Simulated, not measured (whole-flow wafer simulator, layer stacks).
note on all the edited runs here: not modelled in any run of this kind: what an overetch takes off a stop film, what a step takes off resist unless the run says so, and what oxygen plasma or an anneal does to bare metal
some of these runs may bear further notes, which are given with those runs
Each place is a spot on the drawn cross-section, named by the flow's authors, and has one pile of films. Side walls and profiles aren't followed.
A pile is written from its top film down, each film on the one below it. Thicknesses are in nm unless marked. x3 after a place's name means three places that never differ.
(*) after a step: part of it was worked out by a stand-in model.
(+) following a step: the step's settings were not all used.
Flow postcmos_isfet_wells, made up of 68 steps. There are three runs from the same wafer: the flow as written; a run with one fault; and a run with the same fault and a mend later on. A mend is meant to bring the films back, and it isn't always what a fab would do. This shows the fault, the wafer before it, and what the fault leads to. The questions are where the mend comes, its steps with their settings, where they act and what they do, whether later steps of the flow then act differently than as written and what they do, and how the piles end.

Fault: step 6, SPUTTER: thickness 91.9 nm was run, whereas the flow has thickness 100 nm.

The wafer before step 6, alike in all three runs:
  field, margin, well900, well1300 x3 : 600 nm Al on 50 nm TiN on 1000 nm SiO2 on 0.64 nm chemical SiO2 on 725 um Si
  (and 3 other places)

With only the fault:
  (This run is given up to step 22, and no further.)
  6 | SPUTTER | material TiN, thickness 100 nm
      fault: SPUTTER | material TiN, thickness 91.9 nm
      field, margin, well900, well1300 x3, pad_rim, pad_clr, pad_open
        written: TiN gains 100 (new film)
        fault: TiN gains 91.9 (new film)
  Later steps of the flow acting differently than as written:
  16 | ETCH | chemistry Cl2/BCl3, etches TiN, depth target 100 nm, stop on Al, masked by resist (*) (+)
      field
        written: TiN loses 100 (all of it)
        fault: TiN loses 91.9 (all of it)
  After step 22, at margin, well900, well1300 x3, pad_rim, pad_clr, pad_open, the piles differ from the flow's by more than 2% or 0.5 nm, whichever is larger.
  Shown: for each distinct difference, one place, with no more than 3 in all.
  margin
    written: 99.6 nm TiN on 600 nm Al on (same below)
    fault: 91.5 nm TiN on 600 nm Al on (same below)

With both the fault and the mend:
  The mend follows step 6.
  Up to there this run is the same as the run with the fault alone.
  6a | ETCH | chemistry peroxide tin strip, depth target 105.7 nm
      field, margin, well900, well1300 x3, pad_rim, pad_clr, pad_open
        TiN loses 91.9 (all of it)
  6b | SPUTTER | material TiN, thickness 100 nm (a further turn of the flow's step 6)
      field, margin, well900, well1300 x3, pad_rim, pad_clr, pad_open
        TiN gains 100 (new film)
  Later steps of the flow that are run all act as written at every place that is followed.
  At every place that both follow, the piles at the end match the flow's.
